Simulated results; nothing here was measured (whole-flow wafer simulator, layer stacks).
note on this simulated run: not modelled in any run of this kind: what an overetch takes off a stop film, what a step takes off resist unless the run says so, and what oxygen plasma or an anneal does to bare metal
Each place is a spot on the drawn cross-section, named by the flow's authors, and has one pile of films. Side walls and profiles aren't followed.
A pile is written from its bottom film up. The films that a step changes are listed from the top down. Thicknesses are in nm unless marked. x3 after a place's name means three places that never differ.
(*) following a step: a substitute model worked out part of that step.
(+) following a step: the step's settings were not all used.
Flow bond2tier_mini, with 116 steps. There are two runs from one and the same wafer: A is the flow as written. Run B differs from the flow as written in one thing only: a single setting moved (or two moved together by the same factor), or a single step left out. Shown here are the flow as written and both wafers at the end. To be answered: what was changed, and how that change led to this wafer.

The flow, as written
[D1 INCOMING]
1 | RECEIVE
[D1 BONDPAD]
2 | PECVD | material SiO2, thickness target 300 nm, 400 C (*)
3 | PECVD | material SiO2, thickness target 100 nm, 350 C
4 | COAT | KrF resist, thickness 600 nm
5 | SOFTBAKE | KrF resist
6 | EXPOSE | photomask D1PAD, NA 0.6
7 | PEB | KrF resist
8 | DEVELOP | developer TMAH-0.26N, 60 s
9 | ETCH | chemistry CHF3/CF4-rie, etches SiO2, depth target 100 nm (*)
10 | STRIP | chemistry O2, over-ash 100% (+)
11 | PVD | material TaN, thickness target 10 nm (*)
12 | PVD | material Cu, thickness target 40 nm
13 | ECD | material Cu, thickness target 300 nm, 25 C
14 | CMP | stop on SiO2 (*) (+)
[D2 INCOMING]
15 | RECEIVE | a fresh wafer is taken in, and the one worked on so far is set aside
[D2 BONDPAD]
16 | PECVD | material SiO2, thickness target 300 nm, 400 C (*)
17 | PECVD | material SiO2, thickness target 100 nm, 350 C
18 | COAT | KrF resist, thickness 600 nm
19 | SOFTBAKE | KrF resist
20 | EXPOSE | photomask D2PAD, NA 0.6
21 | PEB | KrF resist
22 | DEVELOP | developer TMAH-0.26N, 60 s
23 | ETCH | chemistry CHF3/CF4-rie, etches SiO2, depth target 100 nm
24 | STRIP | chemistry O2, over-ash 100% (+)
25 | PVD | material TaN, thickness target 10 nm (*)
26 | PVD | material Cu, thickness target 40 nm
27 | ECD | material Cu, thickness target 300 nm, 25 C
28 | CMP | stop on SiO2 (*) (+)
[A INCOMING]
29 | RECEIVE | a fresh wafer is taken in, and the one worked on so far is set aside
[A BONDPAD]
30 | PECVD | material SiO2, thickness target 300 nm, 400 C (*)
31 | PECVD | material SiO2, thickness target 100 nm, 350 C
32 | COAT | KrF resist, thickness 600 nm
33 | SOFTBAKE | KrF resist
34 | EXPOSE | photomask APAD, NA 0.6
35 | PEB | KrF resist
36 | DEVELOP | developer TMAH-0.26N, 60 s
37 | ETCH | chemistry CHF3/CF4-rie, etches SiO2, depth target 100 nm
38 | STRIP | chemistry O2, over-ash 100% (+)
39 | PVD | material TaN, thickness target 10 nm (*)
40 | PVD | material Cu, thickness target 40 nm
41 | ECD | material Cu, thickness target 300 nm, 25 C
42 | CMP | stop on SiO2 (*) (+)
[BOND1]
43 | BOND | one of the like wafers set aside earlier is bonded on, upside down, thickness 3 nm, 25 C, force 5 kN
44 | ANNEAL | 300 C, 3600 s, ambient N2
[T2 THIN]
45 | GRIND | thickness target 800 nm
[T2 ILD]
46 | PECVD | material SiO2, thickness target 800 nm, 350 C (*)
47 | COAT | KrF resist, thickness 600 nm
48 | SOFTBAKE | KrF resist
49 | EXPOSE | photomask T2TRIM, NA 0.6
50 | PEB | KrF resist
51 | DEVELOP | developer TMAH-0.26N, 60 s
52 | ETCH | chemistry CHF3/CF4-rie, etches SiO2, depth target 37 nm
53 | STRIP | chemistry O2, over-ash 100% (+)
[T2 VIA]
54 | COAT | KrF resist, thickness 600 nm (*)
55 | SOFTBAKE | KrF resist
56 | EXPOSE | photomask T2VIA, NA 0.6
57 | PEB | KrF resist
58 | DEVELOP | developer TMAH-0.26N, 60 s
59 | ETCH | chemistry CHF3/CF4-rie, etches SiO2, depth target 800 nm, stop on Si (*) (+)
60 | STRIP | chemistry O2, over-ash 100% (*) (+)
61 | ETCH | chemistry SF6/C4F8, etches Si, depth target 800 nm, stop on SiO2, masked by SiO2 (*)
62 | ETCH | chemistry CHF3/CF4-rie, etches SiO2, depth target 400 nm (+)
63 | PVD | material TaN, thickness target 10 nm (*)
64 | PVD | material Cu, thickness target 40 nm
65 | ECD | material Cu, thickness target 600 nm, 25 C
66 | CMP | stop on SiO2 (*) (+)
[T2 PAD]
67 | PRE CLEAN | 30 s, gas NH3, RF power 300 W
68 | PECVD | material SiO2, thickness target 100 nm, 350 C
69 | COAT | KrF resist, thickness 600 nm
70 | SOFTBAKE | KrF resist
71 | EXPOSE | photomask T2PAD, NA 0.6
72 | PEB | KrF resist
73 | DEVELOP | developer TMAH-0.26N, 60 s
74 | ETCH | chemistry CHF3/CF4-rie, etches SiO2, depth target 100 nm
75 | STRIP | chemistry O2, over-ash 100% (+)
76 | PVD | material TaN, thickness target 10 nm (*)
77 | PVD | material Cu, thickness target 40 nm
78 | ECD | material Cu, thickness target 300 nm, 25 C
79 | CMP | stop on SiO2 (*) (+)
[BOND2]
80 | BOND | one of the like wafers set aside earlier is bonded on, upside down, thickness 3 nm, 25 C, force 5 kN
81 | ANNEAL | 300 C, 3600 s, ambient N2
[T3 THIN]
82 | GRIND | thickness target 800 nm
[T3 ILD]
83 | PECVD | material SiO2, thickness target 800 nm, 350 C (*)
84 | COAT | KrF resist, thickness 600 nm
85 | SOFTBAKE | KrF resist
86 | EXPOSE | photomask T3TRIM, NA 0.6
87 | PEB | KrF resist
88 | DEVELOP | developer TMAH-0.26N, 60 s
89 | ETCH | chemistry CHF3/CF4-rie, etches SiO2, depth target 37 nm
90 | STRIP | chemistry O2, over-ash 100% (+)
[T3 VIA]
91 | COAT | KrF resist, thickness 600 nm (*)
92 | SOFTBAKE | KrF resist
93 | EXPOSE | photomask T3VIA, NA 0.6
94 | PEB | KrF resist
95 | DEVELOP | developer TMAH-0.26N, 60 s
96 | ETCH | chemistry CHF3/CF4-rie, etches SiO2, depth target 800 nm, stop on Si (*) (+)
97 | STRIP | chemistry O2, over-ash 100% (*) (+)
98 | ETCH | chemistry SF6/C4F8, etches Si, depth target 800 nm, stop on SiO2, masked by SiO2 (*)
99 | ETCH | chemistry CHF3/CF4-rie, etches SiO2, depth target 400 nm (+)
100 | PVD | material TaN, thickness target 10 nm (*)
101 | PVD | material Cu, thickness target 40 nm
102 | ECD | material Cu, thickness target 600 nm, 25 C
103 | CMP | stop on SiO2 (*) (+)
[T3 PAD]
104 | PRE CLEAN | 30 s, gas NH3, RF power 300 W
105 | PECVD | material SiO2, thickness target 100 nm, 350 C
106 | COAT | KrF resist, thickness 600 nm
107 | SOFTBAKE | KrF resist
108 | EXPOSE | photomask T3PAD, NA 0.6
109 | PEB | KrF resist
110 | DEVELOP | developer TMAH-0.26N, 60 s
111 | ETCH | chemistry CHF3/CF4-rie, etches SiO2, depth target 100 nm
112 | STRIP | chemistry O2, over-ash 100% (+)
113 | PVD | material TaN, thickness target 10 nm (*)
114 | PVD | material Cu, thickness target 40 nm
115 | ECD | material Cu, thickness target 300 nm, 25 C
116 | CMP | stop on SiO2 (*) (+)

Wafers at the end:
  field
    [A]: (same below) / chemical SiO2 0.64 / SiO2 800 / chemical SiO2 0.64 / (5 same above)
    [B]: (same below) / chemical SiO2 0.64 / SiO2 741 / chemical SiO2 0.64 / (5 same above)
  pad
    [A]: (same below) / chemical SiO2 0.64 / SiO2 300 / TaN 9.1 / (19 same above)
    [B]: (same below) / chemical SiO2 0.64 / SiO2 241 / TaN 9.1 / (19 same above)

What caused this: step 31, PECVD: thickness target 41 nm was run, whereas the flow has thickness target 100 nm.

Step by step, how the change led to this:
  31 | PECVD | material SiO2, thickness target 100 nm, 350 C
      field, pad, via: A +100 SiO2 | B +41 SiO2
